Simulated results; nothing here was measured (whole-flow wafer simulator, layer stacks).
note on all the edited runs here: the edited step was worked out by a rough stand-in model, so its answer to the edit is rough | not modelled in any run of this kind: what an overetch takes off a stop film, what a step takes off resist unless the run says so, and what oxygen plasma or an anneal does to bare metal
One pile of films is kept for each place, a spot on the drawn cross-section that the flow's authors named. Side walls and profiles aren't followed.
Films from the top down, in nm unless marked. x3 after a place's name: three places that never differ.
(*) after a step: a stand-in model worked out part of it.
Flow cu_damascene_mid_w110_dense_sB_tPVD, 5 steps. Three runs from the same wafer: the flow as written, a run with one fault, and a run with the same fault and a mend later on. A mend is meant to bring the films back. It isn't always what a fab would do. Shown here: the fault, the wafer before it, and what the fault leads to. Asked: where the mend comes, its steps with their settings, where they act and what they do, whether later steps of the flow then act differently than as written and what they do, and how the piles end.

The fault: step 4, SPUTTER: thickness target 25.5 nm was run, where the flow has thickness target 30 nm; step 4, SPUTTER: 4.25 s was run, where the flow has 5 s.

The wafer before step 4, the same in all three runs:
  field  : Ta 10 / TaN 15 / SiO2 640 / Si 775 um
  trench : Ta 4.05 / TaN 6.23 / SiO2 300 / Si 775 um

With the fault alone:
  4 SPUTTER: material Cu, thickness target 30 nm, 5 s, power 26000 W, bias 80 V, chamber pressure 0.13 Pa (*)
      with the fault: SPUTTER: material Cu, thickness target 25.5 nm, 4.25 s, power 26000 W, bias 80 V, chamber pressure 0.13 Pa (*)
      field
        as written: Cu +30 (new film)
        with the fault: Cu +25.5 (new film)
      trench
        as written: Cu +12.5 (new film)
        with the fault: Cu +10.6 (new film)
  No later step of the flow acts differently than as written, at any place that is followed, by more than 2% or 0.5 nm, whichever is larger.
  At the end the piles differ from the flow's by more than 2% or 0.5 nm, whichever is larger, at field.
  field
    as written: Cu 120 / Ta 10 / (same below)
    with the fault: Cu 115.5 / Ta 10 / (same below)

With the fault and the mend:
  The mend comes after step 4.
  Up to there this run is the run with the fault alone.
  4a SPUTTER: material Cu, thickness target 4.5 nm, 0.75 s, power 26000 W, bias 80 V, chamber pressure 0.13 Pa (*) (the flow's step 4 once more, with other settings)
      field
        Cu +4.5
      trench
        Cu +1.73
  No later step of the flow acts differently than as written, at any place that is followed, by more than 2% or 0.5 nm, whichever is larger.
  At the end the piles are the same as the flow's at every place that both follow.
